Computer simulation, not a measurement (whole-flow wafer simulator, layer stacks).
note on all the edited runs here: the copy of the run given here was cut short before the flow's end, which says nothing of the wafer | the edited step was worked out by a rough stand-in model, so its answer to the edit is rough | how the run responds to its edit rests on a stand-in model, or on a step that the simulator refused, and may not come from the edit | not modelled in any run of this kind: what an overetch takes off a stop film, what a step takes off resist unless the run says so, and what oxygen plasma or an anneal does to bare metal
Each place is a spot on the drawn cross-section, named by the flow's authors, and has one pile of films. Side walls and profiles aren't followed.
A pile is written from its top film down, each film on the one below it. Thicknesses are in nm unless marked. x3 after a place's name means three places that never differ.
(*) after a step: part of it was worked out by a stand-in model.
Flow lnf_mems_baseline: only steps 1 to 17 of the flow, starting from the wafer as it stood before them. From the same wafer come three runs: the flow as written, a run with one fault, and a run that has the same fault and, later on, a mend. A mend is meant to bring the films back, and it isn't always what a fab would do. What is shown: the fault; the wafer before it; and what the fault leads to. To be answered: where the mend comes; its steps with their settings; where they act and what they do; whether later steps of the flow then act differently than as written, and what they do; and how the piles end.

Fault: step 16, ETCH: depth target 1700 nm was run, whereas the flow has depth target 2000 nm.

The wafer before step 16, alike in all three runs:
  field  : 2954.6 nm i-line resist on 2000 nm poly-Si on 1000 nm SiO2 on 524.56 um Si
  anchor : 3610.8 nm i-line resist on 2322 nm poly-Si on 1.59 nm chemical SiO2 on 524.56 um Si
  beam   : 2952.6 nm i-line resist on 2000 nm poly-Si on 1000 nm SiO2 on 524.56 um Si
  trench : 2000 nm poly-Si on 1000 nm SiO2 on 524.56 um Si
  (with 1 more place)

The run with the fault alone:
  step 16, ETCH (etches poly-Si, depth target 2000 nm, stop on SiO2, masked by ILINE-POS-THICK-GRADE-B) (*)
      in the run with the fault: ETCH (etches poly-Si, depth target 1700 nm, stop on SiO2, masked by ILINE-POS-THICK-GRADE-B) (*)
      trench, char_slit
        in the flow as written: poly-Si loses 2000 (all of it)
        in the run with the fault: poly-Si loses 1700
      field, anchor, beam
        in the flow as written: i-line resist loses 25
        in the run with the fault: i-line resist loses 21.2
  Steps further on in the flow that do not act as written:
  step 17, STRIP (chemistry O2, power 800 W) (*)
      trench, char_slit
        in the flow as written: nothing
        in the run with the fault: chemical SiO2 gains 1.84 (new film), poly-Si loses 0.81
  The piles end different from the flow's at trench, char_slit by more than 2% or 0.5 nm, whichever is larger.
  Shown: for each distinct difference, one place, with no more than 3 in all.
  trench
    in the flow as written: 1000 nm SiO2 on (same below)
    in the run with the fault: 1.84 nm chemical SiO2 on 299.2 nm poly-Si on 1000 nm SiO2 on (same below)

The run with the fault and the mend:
  After step 16 comes the mend.
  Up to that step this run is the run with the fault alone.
  step 16a, ETCH (etches poly-Si, depth target 300 nm, stop on SiO2, masked by ILINE-POS-THICK-GRADE-B) (*) (the flow's step 16, run once more with other settings)
      field, anchor, beam
        i-line resist loses 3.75
      trench, char_slit
        poly-Si loses 300 (all of it)
  Later steps of the flow that are run all act as written at every place that is followed.
  By the end, the piles equal the flow's at every place that both follow.
